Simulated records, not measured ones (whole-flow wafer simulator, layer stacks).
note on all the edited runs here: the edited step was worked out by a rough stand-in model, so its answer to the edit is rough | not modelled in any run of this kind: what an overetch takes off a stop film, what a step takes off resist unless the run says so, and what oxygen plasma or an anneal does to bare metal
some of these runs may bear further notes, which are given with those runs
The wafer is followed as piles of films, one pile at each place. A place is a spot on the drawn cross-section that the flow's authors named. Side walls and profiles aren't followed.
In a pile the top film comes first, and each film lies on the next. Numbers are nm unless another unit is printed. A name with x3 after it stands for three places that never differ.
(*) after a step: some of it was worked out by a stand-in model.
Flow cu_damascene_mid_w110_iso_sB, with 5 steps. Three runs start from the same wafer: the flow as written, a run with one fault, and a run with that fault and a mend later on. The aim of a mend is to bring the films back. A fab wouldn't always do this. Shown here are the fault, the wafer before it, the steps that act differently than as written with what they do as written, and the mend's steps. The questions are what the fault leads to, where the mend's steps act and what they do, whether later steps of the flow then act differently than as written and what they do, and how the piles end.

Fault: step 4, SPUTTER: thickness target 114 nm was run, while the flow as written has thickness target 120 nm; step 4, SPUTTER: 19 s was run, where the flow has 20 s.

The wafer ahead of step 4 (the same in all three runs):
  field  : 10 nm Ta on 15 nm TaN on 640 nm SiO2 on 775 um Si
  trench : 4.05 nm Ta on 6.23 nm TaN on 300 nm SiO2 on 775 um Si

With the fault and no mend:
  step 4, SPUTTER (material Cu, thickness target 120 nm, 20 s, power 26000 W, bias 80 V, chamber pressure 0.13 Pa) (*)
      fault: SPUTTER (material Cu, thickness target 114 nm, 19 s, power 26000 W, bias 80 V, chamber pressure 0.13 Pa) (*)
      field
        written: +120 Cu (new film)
        fault: +114 Cu (new film)
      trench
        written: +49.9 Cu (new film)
        fault: +47.4 Cu (new film)
  None of the later steps of the flow differs from how it acts as written, at any place that is followed, by more than 2% or 0.5 nm, whichever is larger.
  The piles end different from the flow's at field by more than 2% or 0.5 nm, whichever is larger.
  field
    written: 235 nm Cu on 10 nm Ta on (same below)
    fault: 229 nm Cu on 10 nm Ta on (same below)

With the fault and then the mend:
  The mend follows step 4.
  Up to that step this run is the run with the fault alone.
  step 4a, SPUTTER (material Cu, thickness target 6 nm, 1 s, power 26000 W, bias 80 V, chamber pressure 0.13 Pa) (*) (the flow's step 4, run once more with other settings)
      field
        +6 Cu
      trench
        +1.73 Cu
  None of the later steps of the flow differs from how it acts as written, at any place that is followed, by more than 2% or 0.5 nm, whichever is larger.
  The piles end the same as the flow's at every place that both follow.
